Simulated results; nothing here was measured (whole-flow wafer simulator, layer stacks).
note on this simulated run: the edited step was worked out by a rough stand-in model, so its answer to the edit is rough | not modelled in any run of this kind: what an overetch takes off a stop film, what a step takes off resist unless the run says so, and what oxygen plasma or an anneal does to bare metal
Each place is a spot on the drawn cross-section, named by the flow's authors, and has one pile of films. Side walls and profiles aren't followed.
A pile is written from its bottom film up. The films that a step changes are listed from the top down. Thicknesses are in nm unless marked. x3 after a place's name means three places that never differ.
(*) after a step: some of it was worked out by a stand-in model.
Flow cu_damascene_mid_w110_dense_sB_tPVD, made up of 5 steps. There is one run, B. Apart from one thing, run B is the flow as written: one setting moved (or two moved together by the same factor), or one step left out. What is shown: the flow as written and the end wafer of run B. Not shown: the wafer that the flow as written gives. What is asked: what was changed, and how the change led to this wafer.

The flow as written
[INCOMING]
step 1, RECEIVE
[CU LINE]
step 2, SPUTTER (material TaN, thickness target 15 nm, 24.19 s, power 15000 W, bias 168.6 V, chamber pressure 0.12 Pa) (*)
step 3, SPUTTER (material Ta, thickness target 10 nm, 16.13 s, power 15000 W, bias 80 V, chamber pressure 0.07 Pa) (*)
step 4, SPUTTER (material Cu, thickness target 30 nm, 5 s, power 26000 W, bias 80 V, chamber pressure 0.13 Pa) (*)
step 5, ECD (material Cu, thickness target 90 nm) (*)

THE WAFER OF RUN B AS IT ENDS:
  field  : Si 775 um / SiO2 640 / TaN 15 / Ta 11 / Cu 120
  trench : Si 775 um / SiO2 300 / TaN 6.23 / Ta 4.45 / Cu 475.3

The reason: step 3, SPUTTER: thickness target 11 nm was run, whereas the flow has thickness target 10 nm.
One can read it off the wafer: field has Ta 11, and step 3 as written asks for 10 nm.

How this came from the change, step by step:
  step 3, SPUTTER (material Ta, thickness target 10 nm, 16.13 s, power 15000 W, bias 80 V, chamber pressure 0.07 Pa) (*)
      field: Ta gains 11 (new film) (as written it would have been: Ta gains 10 (new film))
